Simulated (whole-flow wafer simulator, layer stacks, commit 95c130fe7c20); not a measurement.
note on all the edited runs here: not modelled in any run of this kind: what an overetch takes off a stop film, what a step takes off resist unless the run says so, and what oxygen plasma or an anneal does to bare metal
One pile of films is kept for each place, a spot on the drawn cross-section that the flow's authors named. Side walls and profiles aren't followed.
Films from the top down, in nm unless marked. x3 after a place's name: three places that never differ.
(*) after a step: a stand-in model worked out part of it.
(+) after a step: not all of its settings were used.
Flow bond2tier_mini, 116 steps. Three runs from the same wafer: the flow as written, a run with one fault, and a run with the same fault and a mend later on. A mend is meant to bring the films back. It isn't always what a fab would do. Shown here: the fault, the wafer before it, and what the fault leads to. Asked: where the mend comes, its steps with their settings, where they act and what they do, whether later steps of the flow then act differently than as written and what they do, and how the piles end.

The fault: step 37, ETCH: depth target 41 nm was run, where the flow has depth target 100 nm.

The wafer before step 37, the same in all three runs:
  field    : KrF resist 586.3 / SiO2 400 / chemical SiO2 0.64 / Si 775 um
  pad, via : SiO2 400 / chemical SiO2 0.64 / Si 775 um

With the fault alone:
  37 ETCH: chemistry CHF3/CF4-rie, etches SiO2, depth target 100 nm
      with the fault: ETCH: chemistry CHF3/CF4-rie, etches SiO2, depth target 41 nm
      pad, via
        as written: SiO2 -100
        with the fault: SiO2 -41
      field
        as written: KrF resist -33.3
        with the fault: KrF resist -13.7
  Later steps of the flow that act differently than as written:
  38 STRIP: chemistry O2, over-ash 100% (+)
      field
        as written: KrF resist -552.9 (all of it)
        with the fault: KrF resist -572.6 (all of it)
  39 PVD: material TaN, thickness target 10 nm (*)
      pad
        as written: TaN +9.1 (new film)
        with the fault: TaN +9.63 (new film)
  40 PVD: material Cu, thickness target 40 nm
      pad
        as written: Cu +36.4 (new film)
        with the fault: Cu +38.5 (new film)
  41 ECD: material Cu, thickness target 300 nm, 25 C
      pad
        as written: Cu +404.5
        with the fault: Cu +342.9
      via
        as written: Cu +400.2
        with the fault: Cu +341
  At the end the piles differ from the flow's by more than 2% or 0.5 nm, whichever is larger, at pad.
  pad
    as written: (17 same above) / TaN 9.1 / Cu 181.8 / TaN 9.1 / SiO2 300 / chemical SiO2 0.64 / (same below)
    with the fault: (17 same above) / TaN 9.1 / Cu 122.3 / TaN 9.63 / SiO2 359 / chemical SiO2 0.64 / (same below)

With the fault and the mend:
  The mend comes after step 37.
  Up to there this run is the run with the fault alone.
  37a ETCH: chemistry CHF3/CF4-rie, etches SiO2, depth target 59 nm (the flow's step 37 once more, with other settings)
      pad, via
        SiO2 -59
      field
        KrF resist -19.7
  No later step of the flow acts differently than as written at any place that is followed.
  At the end the piles are the same as the flow's at every place that both follow.
